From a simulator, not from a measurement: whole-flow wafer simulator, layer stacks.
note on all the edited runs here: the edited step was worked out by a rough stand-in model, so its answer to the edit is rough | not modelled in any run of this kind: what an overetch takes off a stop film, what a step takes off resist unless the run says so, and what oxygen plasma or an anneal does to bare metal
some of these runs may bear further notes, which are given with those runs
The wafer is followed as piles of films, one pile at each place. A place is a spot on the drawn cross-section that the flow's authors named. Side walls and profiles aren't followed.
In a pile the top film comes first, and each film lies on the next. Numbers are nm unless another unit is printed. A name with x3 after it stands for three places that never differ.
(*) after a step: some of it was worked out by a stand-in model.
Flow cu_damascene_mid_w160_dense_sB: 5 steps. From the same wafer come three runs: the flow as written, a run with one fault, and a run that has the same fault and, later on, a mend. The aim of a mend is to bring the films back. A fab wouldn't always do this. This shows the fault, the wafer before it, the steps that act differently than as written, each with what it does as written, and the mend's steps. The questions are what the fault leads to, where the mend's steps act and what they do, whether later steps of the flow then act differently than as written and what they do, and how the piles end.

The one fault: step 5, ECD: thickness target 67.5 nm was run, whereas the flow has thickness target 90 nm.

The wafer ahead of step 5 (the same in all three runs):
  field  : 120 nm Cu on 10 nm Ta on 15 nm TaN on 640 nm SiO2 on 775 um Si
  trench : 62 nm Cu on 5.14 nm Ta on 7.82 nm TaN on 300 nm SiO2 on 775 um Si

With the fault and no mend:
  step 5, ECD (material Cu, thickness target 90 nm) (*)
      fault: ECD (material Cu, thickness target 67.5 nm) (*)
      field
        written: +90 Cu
        fault: +67.5 Cu
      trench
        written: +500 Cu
        fault: +477.5 Cu
  None of the later steps of the flow acts differently than as written at any place that is followed.
  At field, trench, the piles at the end differ from the flow's by more than 2% or 0.5 nm, whichever is larger.
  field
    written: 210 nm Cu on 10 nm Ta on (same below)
    fault: 187.5 nm Cu on 10 nm Ta on (same below)
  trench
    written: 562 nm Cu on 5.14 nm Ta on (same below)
    fault: 539.5 nm Cu on 5.14 nm Ta on (same below)

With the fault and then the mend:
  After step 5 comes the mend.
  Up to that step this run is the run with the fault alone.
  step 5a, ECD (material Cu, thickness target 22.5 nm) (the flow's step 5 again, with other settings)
      field, trench
        +22.5 Cu
  None of the later steps of the flow acts differently than as written at any place that is followed.
  The piles end the same as the flow's at every place that both follow.
